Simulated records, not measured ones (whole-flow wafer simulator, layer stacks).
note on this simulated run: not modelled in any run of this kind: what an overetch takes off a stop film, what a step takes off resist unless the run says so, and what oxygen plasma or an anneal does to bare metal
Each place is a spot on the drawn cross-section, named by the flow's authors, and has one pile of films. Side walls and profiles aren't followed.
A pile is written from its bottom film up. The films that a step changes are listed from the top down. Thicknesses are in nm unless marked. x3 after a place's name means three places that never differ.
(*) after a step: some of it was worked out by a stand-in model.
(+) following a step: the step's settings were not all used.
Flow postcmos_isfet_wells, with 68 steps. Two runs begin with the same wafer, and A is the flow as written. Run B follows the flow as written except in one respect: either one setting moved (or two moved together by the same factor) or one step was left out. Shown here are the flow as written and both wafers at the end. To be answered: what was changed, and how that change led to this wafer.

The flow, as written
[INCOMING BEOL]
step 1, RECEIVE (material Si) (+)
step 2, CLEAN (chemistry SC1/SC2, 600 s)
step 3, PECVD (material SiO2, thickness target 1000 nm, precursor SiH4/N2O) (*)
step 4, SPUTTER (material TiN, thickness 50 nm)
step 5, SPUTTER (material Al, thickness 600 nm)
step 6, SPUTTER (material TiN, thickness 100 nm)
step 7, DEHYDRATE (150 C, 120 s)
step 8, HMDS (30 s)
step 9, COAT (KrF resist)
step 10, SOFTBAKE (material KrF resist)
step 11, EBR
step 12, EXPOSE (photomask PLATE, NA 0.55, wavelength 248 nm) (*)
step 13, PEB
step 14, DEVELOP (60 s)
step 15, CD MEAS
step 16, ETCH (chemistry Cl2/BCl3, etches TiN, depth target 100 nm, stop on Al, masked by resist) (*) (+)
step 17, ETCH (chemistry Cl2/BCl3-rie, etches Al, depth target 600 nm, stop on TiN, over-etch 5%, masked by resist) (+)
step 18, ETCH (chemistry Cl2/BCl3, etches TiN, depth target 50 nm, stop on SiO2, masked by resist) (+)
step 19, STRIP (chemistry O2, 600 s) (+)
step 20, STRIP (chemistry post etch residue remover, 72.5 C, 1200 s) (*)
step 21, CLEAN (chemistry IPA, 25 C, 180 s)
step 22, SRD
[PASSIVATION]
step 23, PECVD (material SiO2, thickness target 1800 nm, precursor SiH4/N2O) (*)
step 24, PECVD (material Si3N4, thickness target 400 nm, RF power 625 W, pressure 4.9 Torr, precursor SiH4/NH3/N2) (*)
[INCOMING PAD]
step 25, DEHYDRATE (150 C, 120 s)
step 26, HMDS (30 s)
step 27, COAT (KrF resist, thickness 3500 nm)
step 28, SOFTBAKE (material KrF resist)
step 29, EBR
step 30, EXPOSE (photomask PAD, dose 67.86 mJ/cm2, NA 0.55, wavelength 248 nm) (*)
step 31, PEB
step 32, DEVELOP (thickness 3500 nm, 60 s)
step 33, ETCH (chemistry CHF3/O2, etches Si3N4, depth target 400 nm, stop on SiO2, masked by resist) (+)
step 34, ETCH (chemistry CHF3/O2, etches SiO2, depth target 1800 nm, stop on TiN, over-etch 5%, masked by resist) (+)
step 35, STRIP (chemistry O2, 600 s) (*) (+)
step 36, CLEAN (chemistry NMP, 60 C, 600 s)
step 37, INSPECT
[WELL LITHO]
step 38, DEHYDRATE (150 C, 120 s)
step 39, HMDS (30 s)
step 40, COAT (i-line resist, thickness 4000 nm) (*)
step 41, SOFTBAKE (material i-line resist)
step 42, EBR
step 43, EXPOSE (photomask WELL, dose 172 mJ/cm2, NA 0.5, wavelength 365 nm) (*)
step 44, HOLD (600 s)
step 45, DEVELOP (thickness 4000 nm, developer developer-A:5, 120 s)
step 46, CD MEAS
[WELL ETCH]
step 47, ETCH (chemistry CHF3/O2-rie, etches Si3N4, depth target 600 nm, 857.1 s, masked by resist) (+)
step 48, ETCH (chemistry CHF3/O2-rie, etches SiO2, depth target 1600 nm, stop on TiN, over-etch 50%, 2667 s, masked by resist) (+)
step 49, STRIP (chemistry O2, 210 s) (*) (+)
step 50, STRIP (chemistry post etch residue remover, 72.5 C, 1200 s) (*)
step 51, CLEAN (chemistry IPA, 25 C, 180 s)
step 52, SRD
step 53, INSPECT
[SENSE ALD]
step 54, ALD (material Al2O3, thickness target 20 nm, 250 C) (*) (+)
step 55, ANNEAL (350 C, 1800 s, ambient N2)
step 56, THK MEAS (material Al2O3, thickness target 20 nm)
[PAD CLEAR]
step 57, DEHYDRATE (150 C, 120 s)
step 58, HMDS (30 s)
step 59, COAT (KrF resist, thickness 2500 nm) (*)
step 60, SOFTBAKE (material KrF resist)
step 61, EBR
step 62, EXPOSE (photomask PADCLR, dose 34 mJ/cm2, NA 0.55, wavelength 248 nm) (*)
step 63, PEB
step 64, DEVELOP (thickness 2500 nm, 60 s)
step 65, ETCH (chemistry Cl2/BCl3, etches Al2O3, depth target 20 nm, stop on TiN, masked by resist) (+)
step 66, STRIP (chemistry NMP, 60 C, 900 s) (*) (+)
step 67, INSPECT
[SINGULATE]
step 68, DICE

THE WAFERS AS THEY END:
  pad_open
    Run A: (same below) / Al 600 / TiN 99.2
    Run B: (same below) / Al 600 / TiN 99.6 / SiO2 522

The reason: step 34, ETCH: depth target 1278 nm was run, while the flow as written has depth target 1800 nm.

Step by step, how the change led to this:
  step 34, ETCH (chemistry CHF3/O2, etches SiO2, depth target 1800 nm, stop on TiN, over-etch 5%, masked by resist) (+)
      pad_open: A SiO2 loses 1800 (all of it) | B SiO2 loses 1278
      field, margin, well900, well1300 x3, pad_rim, pad_clr: A KrF resist loses 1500 | B KrF resist loses 1065
  step 35, STRIP (chemistry O2, 600 s) (*) (+)
      field, margin, well900, well1300 x3, pad_rim, pad_clr: A KrF resist loses 1613.3 (all of it) | B KrF resist loses 2048.3 (all of it)
  step 40, COAT (i-line resist, thickness 4000 nm) (*)
      pad_clr: A i-line resist gains 3256.8 (new film) | B i-line resist gains 3422.1 (new film)
      pad_open: A i-line resist gains 4804.7 (new film) | B i-line resist gains 4616.6 (new film)
  step 41, SOFTBAKE (material i-line resist)
      pad_clr: A i-line resist loses 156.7 | B i-line resist loses 106.8
      pad_open: A i-line resist gains 115.3 | B i-line resist gains 91.2
  step 49, STRIP (chemistry O2, 210 s) (*) (+)
      pad_clr: A i-line resist loses 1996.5 (all of it) | B i-line resist loses 2211.6 (all of it)
      pad_open: A i-line resist loses 3816.3 (all of it) | B i-line resist loses 3604.1 (all of it)
  step 59, COAT (KrF resist, thickness 2500 nm) (*)
      pad_rim: A KrF resist gains 1976.4 (new film) | B KrF resist gains 2095.7 (new film)
      pad_clr: A KrF resist gains 1691.6 (new film) | B KrF resist gains 1868.9 (new film)
      (and at 1 other place as well)
  step 60, SOFTBAKE (material KrF resist)
      pad_clr: A KrF resist loses 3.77 | B KrF resist loses 2.96
  step 63, PEB
      pad_rim: A KrF resist loses 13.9 | B KrF resist loses 14.8
      pad_clr: A KrF resist loses 11.8 | B KrF resist loses 13.1
      (and at 1 other place as well)
  step 64, DEVELOP (thickness 2500 nm, 60 s)
      pad_clr: A KrF resist loses 1676 (all of it) | B KrF resist loses 1852.9 (all of it)
      pad_open: A KrF resist loses 3045.1 (all of it) | B KrF resist loses 2914.2 (all of it)
  step 66, STRIP (chemistry NMP, 60 C, 900 s) (*) (+)
      pad_rim: A KrF resist loses 1923.7 (all of it) | B KrF resist loses 2041.9 (all of it)
